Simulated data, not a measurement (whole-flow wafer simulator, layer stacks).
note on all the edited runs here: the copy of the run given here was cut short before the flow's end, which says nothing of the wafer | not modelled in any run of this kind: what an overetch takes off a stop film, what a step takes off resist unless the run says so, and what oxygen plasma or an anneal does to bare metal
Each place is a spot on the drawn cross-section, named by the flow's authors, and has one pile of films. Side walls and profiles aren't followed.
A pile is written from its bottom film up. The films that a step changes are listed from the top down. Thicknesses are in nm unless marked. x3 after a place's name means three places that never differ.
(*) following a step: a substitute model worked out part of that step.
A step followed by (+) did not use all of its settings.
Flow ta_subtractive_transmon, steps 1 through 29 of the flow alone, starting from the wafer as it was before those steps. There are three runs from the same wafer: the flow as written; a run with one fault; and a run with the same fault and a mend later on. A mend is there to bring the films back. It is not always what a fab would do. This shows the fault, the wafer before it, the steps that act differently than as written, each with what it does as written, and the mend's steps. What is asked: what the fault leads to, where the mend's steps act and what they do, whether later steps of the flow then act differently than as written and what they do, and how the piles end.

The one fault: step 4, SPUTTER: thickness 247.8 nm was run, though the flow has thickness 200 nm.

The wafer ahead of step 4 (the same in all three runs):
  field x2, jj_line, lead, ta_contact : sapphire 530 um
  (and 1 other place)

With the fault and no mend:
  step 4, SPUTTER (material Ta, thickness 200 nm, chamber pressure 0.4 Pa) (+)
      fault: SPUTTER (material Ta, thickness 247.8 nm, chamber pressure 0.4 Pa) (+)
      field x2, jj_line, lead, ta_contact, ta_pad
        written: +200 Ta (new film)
        fault: +247.8 Ta (new film)
  Steps further on in the flow that do not act as written (3 more steps, not shown, differ only slightly: by at most 2% or 0.5 nm, whichever is larger):
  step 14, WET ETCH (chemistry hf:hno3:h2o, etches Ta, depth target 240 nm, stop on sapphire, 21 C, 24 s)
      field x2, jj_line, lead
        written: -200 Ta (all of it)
        fault: -240 Ta
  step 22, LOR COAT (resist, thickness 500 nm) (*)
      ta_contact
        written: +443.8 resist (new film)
        fault: +433.7 resist (new film)
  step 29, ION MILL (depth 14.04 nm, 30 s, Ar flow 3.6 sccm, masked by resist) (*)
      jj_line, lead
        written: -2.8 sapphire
        fault: -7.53 Ta (all of it), -0.57 sapphire
  By the end, the piles at field x2, ta_contact, ta_pad depart from the flow's by more than 2% or 0.5 nm, whichever is larger.
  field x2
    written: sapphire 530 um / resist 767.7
    fault: sapphire 530 um / Ta 7.53 / resist 767.7
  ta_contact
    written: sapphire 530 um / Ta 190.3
    fault: sapphire 530 um / Ta 238.1
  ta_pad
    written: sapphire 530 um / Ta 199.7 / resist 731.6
    fault: sapphire 530 um / Ta 247.5 / resist 726

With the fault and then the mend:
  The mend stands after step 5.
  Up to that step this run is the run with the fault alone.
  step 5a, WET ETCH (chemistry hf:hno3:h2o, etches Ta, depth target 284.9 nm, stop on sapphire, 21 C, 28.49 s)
      field x2, jj_line, lead, ta_contact, ta_pad
        -247.8 Ta (all of it)
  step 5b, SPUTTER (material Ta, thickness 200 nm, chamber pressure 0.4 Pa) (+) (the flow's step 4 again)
      field x2, jj_line, lead, ta_contact, ta_pad
        +200 Ta (new film)
  Later steps of the flow that are run all act as written at every place that is followed.
  By the end, the piles equal the flow's at every place that both follow.
